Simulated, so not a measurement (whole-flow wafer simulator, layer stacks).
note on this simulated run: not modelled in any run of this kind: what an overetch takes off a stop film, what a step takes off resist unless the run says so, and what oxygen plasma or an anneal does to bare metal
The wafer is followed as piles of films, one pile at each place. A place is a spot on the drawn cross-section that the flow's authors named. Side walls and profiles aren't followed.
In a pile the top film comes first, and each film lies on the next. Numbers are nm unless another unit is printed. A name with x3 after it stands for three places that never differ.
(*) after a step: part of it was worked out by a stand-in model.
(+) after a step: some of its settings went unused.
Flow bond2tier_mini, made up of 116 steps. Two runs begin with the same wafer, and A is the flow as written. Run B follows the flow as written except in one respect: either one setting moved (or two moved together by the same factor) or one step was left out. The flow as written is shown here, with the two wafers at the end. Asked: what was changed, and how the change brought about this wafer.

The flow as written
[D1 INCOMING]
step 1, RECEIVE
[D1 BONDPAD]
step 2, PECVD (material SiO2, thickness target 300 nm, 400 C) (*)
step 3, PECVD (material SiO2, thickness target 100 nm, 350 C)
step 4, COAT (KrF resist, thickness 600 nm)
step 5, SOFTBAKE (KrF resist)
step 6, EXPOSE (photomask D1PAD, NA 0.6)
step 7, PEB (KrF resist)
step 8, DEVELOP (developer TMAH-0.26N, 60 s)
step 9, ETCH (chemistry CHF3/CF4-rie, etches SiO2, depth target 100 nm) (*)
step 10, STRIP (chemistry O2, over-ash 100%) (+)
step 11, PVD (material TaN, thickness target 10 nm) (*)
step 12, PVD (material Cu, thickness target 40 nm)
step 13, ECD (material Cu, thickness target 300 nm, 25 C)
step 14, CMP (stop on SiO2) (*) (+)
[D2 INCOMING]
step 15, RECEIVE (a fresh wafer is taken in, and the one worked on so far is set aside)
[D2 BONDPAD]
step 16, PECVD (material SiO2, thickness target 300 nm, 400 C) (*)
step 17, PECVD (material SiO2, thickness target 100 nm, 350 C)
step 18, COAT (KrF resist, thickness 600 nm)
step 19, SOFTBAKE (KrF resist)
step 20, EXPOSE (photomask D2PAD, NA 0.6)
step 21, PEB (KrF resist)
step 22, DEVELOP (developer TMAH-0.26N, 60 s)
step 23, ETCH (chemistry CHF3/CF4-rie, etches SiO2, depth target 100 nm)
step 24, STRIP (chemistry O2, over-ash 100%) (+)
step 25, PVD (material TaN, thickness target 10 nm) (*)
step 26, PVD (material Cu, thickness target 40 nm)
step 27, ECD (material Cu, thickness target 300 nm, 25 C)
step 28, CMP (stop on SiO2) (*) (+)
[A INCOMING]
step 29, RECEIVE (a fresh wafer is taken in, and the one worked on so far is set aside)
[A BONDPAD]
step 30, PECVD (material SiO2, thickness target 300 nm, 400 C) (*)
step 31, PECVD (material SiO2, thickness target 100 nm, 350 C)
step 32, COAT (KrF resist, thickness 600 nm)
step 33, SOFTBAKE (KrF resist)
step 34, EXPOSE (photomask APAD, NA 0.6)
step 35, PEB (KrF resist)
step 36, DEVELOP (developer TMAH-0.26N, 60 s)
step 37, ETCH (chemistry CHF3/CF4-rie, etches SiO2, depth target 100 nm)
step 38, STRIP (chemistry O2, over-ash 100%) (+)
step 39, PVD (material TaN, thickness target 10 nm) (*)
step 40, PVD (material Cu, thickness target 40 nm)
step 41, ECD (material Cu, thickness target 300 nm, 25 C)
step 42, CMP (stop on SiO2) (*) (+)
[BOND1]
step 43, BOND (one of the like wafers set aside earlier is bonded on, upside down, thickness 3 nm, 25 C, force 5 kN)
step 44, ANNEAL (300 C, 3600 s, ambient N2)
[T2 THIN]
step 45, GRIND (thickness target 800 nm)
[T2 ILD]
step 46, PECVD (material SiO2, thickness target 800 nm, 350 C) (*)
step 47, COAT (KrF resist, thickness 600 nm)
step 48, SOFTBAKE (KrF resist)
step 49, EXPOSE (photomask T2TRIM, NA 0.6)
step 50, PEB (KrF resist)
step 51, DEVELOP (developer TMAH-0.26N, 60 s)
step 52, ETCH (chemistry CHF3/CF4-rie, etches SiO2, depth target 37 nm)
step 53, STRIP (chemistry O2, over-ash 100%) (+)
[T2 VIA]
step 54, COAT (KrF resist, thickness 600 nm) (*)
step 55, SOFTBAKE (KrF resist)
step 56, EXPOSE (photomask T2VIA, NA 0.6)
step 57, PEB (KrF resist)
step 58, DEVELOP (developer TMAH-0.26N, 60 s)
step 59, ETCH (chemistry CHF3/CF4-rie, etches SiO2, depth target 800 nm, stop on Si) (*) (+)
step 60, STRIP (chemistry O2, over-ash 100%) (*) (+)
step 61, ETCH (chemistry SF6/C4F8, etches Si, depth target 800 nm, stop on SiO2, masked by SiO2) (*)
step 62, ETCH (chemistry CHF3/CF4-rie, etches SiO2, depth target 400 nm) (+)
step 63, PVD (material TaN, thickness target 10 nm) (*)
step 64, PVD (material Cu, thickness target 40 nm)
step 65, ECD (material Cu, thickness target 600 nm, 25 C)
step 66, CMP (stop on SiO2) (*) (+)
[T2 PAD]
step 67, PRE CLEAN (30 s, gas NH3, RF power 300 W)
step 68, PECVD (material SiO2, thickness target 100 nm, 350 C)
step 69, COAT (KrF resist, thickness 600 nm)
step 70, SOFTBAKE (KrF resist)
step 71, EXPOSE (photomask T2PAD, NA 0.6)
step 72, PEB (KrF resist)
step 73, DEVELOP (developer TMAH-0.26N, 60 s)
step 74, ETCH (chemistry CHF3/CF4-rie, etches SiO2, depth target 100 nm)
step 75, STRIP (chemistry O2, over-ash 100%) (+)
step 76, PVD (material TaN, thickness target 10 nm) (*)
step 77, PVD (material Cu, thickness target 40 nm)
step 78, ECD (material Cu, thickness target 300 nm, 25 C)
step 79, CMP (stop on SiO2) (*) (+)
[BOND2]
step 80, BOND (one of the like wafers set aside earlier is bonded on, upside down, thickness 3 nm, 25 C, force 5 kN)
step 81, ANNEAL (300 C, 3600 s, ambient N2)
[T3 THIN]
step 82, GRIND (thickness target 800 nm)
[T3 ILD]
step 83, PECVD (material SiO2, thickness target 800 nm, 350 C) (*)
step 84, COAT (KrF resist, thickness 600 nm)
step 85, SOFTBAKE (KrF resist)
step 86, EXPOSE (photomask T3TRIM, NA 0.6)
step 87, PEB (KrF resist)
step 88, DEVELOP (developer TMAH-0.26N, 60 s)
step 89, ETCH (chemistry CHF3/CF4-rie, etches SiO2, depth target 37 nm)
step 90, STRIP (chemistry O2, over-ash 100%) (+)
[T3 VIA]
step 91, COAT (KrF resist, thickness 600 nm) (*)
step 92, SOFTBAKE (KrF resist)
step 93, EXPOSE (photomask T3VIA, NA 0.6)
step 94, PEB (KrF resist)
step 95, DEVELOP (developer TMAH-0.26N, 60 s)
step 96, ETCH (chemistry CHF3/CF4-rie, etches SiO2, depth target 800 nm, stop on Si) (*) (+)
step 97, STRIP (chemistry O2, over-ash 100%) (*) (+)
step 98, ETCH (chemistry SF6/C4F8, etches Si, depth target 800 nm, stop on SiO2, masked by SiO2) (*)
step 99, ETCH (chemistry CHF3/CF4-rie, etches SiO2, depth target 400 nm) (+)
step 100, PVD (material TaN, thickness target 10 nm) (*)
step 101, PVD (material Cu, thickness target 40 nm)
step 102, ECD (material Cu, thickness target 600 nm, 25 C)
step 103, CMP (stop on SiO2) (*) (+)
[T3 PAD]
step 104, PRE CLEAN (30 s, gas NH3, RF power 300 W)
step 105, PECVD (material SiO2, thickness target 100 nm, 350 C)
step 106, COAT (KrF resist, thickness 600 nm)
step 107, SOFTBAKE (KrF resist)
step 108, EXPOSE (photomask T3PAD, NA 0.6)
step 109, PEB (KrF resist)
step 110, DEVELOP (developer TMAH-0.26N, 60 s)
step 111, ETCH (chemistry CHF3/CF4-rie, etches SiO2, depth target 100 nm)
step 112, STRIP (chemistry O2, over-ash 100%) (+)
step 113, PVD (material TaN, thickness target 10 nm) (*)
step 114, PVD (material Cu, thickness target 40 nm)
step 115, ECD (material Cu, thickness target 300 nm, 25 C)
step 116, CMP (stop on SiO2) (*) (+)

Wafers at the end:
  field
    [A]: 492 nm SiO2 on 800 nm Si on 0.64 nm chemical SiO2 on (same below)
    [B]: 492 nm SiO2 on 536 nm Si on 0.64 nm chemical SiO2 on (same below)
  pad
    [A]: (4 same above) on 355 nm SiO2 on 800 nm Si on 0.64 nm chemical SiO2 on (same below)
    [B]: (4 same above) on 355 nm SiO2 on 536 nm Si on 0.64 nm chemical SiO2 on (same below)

What caused this: step 82, GRIND: thickness target 536 nm was run, while the flow as written has thickness target 800 nm.
One can read it off the wafer: field has Si 536, and step 82 as written asks for 800 nm.

The path from the change to this, step by step:
  step 82, GRIND (thickness target 800 nm)
      field, pad: A Si loses 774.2 um | B Si loses 774.46 um
